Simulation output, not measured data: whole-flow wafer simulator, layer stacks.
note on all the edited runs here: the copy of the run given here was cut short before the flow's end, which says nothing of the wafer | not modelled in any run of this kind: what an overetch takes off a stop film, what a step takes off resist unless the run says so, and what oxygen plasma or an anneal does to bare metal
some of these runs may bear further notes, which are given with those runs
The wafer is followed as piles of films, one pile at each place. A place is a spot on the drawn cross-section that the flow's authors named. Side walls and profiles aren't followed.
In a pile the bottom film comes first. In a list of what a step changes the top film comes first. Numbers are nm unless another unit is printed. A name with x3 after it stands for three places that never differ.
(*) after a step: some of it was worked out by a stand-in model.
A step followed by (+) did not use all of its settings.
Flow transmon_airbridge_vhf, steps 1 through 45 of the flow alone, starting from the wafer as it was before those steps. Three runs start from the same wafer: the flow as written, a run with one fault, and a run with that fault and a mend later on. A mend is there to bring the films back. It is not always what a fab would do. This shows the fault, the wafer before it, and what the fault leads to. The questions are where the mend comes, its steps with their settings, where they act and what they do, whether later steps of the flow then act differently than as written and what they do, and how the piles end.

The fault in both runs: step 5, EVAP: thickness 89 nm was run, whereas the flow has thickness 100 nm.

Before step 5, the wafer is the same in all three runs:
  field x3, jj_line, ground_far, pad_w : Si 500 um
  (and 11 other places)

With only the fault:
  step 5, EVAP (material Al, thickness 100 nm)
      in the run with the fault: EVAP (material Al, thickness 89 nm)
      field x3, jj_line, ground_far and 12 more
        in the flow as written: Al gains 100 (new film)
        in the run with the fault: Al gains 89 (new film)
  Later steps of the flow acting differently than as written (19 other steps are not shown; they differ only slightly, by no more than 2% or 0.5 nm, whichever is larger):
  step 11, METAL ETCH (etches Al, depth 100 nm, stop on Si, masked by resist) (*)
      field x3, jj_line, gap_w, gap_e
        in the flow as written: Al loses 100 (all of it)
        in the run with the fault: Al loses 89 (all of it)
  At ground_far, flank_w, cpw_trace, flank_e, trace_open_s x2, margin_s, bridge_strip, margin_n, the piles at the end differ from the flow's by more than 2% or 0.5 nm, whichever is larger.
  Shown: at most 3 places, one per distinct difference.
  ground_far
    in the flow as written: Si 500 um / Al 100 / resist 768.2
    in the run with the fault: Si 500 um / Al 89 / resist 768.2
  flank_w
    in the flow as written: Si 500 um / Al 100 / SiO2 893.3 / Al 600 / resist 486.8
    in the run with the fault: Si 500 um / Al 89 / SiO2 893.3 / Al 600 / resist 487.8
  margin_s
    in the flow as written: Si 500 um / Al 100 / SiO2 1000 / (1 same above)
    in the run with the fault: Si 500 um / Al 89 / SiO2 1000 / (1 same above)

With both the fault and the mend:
  The mend follows step 10.
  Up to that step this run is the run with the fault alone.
  step 10a, STRIP (i-line resist, 80 C, 600 s) (+)
      ground_far, pad_w, flank_w and 8 more
        i-line resist loses 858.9 (all of it)
  step 10b, EVAP (material Al, thickness 11 nm) (the flow's step 5 again, with other settings)
      field x3, jj_line, ground_far and 12 more
        Al gains 11
  step 10c, COAT (i-line resist, thickness 900 nm) (the flow's step 6 again)
      field x3, jj_line, ground_far and 12 more
        i-line resist gains 900 (new film)
  step 10d, SOFTBAKE (i-line resist, 90 C, 90 s) (the flow's step 7 again)
      does not change any film at any place that is followed
  step 10e, EXPOSE (i-line resist, thickness 900 nm, photomask AB CPW, dose 155.4 mJ/cm2, NA 0.45, wavelength 365 nm) (*) (the flow's step 8 again)
      does not change any film at any place that is followed
  step 10f, PEB (i-line resist, 110 C, 60 s) (the flow's step 9 again)
      field x3, jj_line, ground_far and 12 more
        i-line resist loses 41
  step 10g, DEVELOP (i-line resist, thickness 900 nm, developer developer-B, 60 s) (the flow's step 10 again)
      ground_far, pad_w, flank_w and 8 more
        i-line resist loses 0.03
      field x3, jj_line, gap_w, gap_e
        i-line resist loses 859 (all of it)
  None of the later steps of the flow acts differently than as written at any place that is followed.
  By the end, the piles equal the flow's at every place that both follow.
